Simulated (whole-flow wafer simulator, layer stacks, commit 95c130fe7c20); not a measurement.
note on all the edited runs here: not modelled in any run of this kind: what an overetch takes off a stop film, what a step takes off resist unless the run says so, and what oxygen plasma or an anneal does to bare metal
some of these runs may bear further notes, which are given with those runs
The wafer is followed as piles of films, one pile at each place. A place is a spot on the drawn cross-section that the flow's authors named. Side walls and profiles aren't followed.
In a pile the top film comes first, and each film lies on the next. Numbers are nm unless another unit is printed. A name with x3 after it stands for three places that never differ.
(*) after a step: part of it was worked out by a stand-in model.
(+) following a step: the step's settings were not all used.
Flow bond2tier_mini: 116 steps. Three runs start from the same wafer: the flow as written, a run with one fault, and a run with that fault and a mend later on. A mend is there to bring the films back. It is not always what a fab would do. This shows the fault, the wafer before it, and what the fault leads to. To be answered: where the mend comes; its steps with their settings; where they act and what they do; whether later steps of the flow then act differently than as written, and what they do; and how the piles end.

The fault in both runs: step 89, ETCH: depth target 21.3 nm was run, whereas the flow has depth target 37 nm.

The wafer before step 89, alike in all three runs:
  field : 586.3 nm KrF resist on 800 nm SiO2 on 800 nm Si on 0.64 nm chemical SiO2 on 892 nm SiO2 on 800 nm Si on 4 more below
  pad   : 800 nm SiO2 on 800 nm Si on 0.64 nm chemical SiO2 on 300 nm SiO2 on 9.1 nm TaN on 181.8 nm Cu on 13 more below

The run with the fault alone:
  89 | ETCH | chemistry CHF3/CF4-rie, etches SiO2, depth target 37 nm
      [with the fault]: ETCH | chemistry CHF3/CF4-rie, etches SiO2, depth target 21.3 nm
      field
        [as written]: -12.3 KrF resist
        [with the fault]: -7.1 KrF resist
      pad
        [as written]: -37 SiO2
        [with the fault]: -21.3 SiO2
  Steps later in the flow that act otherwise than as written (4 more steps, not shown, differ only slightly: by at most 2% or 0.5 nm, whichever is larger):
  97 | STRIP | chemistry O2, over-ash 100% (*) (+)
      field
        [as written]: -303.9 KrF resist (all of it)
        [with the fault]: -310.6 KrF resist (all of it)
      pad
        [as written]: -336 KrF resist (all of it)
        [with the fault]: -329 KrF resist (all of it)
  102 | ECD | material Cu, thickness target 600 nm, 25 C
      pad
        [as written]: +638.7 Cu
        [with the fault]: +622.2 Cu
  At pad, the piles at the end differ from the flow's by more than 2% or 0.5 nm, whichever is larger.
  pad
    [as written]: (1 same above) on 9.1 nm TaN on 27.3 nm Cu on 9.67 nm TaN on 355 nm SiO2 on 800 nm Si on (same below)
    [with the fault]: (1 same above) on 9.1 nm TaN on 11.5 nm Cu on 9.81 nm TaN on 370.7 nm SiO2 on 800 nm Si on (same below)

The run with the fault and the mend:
  The mend follows step 90.
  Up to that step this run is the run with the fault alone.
  90a | COAT | KrF resist, thickness 600 nm (*) (the flow's step 84 again)
      field
        +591 KrF resist (new film)
      pad
        +609.4 KrF resist (new film)
  90b | SOFTBAKE | KrF resist (the flow's step 85 again)
      leaves every film unchanged at each place that is followed
  90c | EXPOSE | photomask T3TRIM, NA 0.6 (the flow's step 86 again)
      leaves every film unchanged at each place that is followed
  90d | PEB | KrF resist (the flow's step 87 again)
      leaves every film unchanged at each place that is followed
  90e | DEVELOP | developer TMAH-0.26N, 60 s (the flow's step 88 again)
      field
        -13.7 KrF resist
      pad
        -609.4 KrF resist (all of it)
  90f | ETCH | chemistry CHF3/CF4-rie, etches SiO2, depth target 15.7 nm (the flow's step 89 again, with other settings)
      field
        -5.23 KrF resist
      pad
        -15.7 SiO2
  90g | STRIP | chemistry O2, over-ash 100% (+) (the flow's step 90 again)
      field
        -572 KrF resist (all of it)
  Later steps of the flow that are run all act as written at every place that is followed.
  The piles end the same as the flow's at every place that both follow.
